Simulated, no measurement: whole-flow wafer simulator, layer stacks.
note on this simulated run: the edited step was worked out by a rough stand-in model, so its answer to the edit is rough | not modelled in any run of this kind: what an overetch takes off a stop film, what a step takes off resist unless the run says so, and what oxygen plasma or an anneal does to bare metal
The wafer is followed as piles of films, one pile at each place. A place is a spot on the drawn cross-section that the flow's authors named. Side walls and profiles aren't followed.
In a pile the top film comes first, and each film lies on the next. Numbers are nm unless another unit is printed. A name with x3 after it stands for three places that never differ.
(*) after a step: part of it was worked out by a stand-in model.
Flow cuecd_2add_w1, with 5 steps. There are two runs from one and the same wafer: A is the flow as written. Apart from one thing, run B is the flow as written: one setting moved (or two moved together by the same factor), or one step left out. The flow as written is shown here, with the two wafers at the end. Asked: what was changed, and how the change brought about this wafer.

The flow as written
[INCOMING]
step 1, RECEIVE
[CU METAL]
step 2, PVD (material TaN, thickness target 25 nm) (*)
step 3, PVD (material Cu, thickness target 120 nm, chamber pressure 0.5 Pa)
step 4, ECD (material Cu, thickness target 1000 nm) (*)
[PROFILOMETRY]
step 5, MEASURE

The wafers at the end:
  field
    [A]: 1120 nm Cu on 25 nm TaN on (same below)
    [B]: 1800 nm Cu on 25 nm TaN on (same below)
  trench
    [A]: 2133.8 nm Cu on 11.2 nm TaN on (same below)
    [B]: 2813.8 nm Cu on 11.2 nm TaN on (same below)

What caused this: step 4, ECD: thickness target 1680 nm was run, whereas the flow has thickness target 1000 nm.

The path from the change to this, step by step:
  step 4, ECD (material Cu, thickness target 1000 nm) (*)
      field: A +1000 Cu | B +1680 Cu
      trench: A +2080.2 Cu | B +2760.2 Cu
